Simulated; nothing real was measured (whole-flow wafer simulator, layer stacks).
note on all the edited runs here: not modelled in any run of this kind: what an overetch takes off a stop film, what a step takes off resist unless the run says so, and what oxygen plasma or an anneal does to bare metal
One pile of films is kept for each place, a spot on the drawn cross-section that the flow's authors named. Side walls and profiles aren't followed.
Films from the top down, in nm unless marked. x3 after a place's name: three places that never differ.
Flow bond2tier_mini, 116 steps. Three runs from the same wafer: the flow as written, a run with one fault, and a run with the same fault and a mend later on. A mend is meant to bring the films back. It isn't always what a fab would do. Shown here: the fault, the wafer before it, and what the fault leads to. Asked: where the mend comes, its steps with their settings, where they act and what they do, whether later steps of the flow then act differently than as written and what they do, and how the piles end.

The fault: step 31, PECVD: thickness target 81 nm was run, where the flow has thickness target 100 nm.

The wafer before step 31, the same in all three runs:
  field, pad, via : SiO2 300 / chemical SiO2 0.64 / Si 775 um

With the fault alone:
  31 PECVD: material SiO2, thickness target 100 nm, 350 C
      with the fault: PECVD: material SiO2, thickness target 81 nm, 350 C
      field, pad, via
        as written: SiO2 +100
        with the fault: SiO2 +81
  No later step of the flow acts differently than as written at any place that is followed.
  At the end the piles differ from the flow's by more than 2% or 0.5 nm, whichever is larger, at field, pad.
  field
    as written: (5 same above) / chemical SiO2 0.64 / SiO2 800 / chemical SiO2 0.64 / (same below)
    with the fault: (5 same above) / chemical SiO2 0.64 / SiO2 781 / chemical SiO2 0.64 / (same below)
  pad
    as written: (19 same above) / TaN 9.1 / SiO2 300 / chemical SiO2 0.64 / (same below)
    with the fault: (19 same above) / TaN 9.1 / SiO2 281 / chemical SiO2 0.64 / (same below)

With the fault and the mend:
  The mend comes after step 31.
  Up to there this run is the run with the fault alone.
  31a PECVD: material SiO2, thickness target 19 nm, 350 C (the flow's step 31 once more, with other settings)
      field, pad, via
        SiO2 +19
  No later step of the flow acts differently than as written at any place that is followed.
  At the end the piles are the same as the flow's at every place that both follow.
